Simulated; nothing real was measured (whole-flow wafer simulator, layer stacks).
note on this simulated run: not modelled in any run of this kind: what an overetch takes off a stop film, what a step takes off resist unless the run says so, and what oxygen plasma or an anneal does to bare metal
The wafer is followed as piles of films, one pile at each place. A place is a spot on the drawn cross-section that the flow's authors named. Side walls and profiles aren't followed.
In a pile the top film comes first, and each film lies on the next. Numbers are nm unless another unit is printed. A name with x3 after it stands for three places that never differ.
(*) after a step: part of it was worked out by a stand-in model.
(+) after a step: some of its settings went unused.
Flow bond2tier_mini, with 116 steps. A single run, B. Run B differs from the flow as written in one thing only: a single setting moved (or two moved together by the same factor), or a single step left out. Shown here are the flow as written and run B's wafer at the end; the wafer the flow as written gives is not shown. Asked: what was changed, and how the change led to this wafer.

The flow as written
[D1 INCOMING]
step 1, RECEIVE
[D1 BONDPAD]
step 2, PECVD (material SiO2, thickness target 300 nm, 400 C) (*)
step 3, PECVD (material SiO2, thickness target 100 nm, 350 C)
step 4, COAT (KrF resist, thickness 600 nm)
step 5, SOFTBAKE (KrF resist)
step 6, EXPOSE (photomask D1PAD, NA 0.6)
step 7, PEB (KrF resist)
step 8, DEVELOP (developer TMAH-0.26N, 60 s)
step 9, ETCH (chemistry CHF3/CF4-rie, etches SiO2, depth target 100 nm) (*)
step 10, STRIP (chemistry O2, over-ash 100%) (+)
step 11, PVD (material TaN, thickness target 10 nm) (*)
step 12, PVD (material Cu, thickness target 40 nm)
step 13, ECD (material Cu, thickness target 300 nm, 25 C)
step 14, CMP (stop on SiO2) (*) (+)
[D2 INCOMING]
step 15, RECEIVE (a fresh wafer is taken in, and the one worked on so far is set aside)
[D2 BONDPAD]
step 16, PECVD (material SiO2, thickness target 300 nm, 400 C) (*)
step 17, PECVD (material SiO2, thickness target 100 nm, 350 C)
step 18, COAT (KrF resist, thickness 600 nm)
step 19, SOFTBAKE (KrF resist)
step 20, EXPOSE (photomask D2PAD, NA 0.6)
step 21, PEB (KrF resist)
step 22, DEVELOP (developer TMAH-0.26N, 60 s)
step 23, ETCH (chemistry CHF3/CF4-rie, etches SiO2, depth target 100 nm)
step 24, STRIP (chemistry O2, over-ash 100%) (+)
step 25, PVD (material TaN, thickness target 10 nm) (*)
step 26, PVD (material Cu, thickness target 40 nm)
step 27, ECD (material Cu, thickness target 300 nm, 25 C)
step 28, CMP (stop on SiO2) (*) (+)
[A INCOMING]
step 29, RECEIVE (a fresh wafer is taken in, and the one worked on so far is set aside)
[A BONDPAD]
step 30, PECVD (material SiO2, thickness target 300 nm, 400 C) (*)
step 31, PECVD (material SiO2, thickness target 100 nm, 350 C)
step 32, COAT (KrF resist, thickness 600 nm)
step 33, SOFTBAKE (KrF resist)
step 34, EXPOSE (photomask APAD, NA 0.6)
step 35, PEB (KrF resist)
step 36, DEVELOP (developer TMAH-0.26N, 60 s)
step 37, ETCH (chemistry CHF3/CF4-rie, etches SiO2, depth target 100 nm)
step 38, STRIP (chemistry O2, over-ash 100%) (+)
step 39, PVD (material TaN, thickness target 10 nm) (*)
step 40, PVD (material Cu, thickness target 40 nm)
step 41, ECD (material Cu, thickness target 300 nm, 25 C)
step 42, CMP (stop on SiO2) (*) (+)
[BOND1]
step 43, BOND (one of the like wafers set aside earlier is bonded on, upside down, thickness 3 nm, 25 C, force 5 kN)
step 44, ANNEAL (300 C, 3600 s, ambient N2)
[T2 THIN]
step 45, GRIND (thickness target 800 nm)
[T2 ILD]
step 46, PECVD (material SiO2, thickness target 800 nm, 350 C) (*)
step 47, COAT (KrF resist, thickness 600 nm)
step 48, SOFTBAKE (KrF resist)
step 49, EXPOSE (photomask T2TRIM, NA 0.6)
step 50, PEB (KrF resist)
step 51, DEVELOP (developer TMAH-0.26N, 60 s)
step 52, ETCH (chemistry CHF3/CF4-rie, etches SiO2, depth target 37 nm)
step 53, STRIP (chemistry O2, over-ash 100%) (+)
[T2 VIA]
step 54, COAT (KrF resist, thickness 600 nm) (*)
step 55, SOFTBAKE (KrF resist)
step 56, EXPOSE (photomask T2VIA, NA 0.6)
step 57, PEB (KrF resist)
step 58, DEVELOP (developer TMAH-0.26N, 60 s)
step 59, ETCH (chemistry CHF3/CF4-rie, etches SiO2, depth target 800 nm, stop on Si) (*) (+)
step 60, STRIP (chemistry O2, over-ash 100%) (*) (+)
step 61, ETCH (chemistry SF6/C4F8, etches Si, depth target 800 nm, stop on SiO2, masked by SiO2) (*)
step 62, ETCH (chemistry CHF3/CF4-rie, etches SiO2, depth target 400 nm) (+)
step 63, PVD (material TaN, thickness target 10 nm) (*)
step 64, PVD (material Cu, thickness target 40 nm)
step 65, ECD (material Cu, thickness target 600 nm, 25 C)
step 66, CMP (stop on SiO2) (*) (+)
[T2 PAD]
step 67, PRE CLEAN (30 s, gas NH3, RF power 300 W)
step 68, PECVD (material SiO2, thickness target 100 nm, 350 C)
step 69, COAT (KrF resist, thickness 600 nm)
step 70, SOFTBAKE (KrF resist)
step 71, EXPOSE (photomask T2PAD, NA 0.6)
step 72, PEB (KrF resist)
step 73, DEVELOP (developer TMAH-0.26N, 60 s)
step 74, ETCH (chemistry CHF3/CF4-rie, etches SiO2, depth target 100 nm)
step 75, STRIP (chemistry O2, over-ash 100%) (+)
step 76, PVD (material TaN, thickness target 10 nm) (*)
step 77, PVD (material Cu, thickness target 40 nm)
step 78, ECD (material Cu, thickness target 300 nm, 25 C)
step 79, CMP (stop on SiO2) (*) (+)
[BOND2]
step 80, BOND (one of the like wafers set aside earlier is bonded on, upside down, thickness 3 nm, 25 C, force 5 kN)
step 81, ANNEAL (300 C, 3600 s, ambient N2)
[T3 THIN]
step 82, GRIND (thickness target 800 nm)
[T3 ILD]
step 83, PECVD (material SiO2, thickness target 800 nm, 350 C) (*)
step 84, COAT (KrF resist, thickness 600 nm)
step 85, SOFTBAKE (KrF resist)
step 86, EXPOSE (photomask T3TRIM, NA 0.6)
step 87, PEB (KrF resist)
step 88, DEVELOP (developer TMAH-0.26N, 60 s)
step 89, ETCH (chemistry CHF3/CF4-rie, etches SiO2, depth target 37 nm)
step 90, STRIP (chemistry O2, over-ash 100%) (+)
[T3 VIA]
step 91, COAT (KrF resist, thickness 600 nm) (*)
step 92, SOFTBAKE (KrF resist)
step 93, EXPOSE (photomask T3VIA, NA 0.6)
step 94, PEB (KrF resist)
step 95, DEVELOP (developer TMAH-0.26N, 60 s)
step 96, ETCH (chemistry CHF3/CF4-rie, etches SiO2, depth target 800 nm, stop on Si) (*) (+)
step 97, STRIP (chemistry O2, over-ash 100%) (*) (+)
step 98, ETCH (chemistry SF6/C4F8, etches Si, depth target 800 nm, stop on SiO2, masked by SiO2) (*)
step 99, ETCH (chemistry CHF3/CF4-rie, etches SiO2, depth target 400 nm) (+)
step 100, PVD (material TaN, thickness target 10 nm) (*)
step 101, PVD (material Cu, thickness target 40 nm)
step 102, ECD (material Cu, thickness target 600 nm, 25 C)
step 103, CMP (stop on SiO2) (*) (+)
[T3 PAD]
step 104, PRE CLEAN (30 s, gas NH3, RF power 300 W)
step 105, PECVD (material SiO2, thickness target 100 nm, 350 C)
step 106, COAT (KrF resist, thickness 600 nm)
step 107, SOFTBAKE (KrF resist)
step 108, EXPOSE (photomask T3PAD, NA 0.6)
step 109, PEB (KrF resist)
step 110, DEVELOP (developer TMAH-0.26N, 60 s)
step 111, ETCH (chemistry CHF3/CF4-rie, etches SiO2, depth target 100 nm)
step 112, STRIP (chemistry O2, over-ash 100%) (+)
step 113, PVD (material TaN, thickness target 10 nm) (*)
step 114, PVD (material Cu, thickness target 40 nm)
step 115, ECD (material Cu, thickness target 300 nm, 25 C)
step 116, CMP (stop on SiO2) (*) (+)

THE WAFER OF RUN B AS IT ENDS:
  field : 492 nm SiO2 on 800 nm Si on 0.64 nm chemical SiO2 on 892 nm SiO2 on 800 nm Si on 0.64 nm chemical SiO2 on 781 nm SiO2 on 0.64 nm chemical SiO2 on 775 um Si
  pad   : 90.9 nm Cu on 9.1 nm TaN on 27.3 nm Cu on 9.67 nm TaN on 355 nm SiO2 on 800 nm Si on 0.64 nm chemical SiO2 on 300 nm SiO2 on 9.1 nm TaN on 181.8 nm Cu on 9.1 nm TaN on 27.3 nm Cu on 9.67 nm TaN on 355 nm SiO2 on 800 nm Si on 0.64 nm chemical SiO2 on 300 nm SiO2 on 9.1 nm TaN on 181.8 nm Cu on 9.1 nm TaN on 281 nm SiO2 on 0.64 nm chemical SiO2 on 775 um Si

The reason: step 31, PECVD: thickness target 81 nm was run, though the flow has thickness target 100 nm.

How this came from the change, step by step:
  step 31, PECVD (material SiO2, thickness target 100 nm, 350 C)
      field, pad, via: SiO2 gains 81 (as written it would have been: SiO2 gains 100)
